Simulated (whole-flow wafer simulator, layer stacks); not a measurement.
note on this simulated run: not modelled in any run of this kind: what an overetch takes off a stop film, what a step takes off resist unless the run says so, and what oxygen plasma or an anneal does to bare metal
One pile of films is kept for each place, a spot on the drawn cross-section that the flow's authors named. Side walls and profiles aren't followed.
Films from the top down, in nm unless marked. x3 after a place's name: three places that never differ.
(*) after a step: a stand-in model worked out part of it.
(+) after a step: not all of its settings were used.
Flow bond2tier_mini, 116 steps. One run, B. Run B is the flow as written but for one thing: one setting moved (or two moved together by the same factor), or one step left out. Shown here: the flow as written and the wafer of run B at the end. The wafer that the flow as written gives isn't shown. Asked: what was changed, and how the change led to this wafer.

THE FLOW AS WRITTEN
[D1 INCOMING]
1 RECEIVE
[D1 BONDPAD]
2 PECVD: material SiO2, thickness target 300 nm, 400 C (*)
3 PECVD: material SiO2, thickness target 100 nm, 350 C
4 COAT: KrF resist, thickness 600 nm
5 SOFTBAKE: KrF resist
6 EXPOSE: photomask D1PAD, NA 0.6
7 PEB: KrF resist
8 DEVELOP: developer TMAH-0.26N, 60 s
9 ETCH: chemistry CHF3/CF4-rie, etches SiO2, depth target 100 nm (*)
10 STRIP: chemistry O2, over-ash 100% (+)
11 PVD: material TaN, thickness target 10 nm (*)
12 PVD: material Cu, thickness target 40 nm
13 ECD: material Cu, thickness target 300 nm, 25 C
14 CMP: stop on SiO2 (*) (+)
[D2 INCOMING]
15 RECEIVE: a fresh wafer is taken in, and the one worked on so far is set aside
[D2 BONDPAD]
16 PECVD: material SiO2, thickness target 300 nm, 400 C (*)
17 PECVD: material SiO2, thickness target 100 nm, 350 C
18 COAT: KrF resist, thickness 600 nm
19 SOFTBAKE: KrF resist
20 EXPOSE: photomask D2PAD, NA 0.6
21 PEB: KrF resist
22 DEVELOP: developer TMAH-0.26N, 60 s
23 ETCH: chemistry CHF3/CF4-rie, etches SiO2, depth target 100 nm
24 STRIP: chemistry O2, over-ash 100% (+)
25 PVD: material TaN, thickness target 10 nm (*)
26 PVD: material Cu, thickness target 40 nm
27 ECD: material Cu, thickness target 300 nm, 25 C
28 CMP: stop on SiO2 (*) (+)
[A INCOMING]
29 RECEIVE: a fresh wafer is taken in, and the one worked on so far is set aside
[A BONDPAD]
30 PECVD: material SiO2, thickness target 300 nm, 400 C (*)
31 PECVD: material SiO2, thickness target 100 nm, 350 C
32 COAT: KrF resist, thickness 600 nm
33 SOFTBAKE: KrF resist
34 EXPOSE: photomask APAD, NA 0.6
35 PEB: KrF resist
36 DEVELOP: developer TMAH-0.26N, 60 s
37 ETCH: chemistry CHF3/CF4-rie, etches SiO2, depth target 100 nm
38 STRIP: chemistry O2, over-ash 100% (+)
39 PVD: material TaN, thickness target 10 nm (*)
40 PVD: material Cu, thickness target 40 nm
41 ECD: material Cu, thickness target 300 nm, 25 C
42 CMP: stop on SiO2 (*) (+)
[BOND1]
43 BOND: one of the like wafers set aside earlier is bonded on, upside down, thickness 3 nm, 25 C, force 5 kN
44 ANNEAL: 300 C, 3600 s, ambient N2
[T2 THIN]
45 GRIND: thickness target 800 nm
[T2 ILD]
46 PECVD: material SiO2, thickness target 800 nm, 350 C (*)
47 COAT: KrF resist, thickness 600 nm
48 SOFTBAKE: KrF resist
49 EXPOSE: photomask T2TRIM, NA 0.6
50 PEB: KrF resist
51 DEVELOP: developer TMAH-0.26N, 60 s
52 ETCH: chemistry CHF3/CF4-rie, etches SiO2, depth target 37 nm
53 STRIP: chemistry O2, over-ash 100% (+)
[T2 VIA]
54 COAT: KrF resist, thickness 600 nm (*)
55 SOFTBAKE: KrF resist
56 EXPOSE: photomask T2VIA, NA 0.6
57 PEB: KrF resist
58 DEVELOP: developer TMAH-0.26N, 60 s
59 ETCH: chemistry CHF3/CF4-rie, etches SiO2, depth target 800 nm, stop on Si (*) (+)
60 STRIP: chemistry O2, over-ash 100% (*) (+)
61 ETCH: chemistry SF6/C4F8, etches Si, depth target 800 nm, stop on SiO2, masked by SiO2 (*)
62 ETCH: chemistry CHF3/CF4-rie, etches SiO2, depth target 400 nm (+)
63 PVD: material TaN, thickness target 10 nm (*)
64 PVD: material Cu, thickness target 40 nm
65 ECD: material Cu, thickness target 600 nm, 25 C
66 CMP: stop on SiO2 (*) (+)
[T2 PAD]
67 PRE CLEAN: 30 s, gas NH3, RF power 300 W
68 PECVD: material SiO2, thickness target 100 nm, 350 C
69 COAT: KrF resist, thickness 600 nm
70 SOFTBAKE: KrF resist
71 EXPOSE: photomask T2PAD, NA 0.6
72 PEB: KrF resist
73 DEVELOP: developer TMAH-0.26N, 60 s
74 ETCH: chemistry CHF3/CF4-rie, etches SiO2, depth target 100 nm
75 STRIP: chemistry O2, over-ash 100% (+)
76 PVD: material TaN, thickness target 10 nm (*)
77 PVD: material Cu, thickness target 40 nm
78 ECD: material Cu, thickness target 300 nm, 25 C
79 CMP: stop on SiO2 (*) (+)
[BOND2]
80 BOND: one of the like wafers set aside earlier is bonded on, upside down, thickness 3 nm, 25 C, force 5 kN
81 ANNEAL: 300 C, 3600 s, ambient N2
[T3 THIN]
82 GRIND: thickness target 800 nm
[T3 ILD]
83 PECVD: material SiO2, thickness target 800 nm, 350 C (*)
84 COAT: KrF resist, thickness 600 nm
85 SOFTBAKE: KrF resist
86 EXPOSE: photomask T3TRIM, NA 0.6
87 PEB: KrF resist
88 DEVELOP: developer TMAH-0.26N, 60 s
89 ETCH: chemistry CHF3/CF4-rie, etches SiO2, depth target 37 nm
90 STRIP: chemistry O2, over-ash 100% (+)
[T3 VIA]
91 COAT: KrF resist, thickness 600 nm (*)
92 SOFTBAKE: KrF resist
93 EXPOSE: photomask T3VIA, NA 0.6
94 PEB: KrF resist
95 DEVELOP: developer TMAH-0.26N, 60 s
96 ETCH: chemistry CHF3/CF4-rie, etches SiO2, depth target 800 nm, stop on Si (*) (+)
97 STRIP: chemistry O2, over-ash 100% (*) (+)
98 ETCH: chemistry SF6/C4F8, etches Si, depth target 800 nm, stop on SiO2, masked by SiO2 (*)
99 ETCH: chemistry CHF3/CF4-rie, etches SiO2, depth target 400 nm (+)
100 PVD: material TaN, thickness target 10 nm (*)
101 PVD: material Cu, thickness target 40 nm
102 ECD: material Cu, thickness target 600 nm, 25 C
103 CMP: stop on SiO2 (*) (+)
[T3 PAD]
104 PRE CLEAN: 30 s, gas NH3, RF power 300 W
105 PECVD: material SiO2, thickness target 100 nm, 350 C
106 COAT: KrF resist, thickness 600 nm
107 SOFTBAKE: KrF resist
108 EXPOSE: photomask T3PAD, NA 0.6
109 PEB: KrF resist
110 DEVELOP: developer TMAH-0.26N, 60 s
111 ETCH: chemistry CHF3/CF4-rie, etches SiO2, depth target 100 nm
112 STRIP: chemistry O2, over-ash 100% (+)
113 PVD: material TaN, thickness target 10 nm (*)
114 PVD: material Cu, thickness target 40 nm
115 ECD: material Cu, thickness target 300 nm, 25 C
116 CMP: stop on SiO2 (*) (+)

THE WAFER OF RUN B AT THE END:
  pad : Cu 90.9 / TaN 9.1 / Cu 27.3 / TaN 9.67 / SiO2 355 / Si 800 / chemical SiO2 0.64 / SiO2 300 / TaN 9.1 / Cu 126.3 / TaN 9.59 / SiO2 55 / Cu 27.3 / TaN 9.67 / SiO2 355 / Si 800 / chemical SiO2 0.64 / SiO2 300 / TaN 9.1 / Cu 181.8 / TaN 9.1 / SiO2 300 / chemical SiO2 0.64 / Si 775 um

The cause: step 74, ETCH: depth target 45 nm was run, where the flow has depth target 100 nm.

How the change led to this, step by step:
  74 ETCH: chemistry CHF3/CF4-rie, etches SiO2, depth target 100 nm
      pad: SiO2 -45 (as written it would be: SiO2 -100 (all of it))
      field: KrF resist -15 (as written it would be: KrF resist -33.3)
  75 STRIP: chemistry O2, over-ash 100% (+)
      field: KrF resist -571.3 (all of it) (as written it would be: KrF resist -552.9 (all of it))
  77 PVD: material Cu, thickness target 40 nm
      pad: Cu +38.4 (new film) (as written it would be: Cu +36.4 (new film))
  78 ECD: material Cu, thickness target 300 nm, 25 C
      pad: Cu +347 (as written it would be: Cu +404.5)
Counting metal films that touch as one body, pad has 4 bodies (between them, from the top down: SiO2 355 / Si 800 / chemical SiO2 0.64 / SiO2 300; SiO2 55; SiO2 355 / Si 800 / chemical SiO2 0.64 / SiO2 300); the flow as written gives 3 bodies (between them, from the top down: SiO2 355 / Si 800 / chemical SiO2 0.64 / SiO2 300; SiO2 355 / Si 800 / chemical SiO2 0.64 / SiO2 300).
